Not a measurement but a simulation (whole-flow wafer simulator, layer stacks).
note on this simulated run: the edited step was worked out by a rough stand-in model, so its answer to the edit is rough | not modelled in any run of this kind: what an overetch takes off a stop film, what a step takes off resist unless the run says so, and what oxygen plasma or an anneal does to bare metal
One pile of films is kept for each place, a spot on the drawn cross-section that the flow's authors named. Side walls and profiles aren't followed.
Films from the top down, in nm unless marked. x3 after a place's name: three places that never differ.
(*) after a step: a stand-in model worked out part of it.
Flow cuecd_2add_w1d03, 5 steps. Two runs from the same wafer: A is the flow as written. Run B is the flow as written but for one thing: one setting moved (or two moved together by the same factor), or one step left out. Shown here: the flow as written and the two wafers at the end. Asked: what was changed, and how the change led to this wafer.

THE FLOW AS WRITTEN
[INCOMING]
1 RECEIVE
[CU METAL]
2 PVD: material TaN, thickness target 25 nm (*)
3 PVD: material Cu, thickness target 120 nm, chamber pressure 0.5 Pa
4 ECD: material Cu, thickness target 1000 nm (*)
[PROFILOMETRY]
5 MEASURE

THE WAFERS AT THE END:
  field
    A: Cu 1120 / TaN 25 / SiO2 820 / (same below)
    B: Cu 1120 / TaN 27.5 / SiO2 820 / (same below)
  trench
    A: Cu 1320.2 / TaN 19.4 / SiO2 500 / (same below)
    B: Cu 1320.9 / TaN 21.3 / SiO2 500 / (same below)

The cause: step 2, PVD: thickness target 27.5 nm was run, where the flow has thickness target 25 nm.
It can be read off the wafer: field has TaN 27.5, and step 2 as written asks for 25 nm.

How the change led to this, step by step:
  2 PVD: material TaN, thickness target 25 nm (*)
      field: A TaN +25 (new film) | B TaN +27.5 (new film)
      trench: A TaN +19.4 (new film) | B TaN +21.3 (new film)
